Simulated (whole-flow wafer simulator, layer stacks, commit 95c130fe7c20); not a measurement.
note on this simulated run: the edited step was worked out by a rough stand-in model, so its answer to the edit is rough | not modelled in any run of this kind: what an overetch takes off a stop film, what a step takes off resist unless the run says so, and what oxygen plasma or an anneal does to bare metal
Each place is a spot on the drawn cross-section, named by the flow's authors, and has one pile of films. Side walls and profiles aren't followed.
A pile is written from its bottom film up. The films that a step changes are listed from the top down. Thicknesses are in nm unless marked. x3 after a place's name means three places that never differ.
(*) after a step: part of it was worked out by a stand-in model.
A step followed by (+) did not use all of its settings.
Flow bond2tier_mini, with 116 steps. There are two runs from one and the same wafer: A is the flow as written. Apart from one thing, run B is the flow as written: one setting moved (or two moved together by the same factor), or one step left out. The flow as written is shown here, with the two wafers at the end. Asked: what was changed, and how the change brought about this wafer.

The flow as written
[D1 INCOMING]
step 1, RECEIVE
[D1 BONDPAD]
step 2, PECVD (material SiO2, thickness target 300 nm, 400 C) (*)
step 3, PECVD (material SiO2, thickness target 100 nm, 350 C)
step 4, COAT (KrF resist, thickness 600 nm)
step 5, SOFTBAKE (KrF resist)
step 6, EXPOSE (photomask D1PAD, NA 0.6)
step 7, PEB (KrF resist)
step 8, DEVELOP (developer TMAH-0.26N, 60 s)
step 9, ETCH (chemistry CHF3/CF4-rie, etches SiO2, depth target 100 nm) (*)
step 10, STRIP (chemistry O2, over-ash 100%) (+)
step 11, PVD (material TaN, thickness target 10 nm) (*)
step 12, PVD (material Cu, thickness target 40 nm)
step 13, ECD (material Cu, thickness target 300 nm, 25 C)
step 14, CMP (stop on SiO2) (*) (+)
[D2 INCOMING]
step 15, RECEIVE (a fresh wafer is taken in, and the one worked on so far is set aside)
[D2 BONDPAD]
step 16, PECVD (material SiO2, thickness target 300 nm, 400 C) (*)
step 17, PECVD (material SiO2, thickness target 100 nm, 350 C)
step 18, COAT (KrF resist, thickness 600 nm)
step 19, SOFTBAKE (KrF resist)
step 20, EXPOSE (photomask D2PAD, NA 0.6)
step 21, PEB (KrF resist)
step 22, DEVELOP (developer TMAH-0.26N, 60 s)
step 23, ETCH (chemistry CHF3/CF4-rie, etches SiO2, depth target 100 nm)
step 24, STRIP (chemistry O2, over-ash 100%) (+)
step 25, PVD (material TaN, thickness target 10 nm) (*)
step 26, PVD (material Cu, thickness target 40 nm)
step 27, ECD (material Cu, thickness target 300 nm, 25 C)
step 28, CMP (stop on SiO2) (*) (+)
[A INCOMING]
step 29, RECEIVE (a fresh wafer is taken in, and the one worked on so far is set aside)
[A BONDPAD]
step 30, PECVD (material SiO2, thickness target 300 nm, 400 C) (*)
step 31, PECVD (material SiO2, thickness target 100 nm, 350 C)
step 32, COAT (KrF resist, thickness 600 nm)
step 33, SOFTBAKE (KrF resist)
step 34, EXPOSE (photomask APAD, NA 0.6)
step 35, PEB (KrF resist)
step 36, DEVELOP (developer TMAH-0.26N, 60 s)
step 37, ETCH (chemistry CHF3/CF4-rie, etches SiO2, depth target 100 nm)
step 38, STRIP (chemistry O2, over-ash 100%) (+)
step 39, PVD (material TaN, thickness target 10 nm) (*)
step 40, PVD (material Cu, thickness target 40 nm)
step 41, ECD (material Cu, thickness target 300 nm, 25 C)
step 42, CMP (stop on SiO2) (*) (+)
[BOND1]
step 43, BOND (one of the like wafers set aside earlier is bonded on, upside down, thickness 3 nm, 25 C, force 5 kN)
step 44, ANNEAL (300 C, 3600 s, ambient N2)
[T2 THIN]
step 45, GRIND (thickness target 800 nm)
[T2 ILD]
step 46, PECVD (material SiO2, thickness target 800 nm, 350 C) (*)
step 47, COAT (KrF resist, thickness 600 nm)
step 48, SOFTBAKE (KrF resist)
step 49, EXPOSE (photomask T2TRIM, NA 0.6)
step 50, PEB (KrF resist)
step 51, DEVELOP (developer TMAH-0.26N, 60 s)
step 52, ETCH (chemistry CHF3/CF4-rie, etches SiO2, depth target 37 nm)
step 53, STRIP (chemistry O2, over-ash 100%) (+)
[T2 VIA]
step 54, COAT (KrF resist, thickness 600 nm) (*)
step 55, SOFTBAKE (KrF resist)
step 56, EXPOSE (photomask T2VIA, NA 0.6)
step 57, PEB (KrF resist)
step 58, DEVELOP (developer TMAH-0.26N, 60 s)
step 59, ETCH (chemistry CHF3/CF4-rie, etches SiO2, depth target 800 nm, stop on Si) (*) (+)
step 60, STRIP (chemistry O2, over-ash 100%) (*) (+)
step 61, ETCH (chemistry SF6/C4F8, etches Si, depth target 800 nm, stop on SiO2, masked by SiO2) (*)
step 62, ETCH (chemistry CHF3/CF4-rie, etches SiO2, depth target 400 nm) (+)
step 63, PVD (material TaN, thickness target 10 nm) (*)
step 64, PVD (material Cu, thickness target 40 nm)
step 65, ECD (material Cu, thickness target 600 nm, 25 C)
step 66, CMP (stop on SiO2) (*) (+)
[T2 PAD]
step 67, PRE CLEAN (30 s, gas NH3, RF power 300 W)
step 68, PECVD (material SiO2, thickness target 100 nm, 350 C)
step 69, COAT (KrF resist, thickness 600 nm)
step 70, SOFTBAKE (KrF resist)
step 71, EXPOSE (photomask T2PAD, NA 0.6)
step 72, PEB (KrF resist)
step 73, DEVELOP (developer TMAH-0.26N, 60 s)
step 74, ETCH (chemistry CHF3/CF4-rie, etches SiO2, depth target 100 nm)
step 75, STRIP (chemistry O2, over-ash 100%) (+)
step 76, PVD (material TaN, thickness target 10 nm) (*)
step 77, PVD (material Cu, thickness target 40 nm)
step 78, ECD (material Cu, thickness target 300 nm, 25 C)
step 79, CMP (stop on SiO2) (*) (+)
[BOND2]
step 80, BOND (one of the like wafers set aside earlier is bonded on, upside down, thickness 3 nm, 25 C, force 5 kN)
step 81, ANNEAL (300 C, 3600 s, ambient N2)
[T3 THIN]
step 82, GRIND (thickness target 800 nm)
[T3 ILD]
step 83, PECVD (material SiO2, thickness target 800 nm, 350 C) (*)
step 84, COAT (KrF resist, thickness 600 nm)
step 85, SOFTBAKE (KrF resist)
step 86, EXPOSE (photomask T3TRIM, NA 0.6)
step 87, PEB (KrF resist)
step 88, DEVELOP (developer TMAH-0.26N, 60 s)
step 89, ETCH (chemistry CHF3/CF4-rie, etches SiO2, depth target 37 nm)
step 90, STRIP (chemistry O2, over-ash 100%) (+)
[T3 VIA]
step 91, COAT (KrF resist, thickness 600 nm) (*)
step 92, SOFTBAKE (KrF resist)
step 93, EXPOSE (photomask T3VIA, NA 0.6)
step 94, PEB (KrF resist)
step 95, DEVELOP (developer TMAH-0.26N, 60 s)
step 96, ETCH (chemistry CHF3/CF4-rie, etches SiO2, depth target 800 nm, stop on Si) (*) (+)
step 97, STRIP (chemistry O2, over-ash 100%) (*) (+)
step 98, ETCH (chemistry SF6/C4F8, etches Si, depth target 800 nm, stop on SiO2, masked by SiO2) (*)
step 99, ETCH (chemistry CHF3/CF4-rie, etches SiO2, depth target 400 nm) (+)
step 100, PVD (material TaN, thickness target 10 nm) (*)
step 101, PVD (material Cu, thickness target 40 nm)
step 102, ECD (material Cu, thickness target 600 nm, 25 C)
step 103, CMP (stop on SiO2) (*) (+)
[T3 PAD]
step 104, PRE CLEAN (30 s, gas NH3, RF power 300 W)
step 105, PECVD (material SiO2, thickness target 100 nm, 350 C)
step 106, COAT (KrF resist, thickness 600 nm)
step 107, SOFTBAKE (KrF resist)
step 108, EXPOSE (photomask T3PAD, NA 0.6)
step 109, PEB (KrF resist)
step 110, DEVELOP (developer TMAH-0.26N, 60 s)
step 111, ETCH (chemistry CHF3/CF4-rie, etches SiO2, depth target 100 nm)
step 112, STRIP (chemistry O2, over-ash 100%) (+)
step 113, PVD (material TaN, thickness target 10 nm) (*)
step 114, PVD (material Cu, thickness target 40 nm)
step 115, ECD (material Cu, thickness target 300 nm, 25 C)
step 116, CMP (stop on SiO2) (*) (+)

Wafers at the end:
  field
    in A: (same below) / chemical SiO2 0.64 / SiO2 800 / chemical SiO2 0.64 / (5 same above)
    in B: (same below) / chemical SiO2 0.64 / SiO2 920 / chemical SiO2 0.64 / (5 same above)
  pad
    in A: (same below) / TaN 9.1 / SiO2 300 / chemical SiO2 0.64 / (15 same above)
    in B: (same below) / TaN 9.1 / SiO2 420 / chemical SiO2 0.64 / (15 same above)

The reason: step 2, PECVD: thickness target 420 nm was run, while the flow as written has thickness target 300 nm.
One can read it off the wafer: pad has SiO2 420, and step 2 as written asks for 300 nm.

The path from the change to this, step by step:
  step 2, PECVD (material SiO2, thickness target 300 nm, 400 C) (*)
      field, pad, via: A SiO2 gains 300 (new film) | B SiO2 gains 420 (new film)
  step 43, BOND (one of the like wafers set aside earlier is bonded on, upside down, thickness 3 nm, 25 C, force 5 kN)
      field: A Si gains 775 um (new film), chemical SiO2 gains 0.64 (new film), SiO2 gains 400 | B Si gains 775 um (new film), chemical SiO2 gains 0.64 (new film), SiO2 gains 520
      pad: A Si gains 775 um (new film), chemical SiO2 gains 0.64 (new film), SiO2 gains 300 (new film), TaN gains 9.1 (new film), Cu gains 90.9 | B Si gains 775 um (new film), chemical SiO2 gains 0.64 (new film), SiO2 gains 420 (new film), TaN gains 9.1 (new film), Cu gains 90.9
      (and at 1 other place as well)
